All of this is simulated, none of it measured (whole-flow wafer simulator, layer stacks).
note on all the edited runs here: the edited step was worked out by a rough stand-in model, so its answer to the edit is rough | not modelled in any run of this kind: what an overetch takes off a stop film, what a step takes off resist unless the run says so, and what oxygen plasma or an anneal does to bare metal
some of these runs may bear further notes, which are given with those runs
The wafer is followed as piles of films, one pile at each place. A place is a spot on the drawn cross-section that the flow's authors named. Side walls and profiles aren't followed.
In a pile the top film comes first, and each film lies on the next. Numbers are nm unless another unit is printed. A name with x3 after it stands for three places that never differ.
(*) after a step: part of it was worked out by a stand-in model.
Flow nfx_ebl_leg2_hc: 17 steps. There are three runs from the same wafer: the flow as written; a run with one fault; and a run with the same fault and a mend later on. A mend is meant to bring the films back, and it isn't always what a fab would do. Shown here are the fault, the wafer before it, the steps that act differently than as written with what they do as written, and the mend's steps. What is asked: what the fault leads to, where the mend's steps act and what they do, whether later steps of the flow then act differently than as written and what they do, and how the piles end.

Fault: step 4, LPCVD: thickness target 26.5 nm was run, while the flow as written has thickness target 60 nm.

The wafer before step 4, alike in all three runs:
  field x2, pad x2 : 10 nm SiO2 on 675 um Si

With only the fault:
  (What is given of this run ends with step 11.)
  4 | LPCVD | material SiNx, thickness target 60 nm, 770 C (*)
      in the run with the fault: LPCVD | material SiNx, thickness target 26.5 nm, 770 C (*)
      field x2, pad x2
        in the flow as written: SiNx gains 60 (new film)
        in the run with the fault: SiNx gains 26.5 (new film)
  None of the later steps of the flow up to step 11 acts differently than as written at any place that is followed.
  The piles after step 11 differ from the flow's at field x2, pad x2 by more than 2% or 0.5 nm, whichever is larger.
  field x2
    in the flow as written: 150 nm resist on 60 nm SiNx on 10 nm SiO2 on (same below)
    in the run with the fault: 150 nm resist on 26.5 nm SiNx on 10 nm SiO2 on (same below)
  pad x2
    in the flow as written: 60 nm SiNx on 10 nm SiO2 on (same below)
    in the run with the fault: 26.5 nm SiNx on 10 nm SiO2 on (same below)

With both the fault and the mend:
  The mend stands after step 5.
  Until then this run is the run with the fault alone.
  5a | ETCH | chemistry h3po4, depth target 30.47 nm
      field x2, pad x2
        SiNx loses 26.5 (all of it)
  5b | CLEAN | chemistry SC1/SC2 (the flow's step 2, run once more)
      alters no film at any place that is followed
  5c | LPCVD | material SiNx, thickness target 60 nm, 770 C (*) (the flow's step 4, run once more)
      field x2, pad x2
        SiNx gains 60 (new film)
  None of the later steps of the flow acts differently than as written at any place that is followed.
  The piles end the same as the flow's at every place that both follow.
